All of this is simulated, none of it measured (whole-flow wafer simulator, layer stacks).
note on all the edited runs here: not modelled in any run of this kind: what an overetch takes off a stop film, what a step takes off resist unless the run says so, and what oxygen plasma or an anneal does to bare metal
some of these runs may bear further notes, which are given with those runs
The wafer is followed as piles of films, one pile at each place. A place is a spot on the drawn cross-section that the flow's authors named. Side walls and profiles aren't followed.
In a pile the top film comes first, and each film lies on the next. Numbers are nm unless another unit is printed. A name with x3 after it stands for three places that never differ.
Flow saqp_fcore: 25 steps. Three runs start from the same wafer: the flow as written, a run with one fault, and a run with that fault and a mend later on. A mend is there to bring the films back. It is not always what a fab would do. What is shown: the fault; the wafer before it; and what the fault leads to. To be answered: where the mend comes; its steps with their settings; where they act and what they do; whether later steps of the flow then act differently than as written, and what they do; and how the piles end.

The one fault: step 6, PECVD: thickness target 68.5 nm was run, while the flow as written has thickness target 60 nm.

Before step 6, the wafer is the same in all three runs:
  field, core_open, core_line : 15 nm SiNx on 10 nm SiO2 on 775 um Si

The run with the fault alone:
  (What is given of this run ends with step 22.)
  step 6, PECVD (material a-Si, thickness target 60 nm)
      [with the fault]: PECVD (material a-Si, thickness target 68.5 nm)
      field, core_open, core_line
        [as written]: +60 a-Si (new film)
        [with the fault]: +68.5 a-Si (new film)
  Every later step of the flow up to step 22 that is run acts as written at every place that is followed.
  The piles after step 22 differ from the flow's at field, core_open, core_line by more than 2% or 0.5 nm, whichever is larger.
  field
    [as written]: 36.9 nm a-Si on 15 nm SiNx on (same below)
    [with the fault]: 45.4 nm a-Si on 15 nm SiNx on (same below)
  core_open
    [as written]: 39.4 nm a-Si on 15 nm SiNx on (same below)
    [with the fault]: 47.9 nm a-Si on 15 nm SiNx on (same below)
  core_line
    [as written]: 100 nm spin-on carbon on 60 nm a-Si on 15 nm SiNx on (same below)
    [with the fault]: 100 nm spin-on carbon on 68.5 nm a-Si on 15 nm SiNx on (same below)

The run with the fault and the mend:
  After step 7 comes the mend.
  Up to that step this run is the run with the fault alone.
  step 7a, ETCH (chemistry tmah, depth target 78.77 nm)
      field, core_open, core_line
        -68.5 a-Si (all of it)
  step 7b, PECVD (material a-Si, thickness target 60 nm) (a further turn of the flow's step 6)
      field, core_open, core_line
        +60 a-Si (new film)
  Every later step of the flow that is run acts as written at every place that is followed.
  The piles end the same as the flow's at every place that both follow.
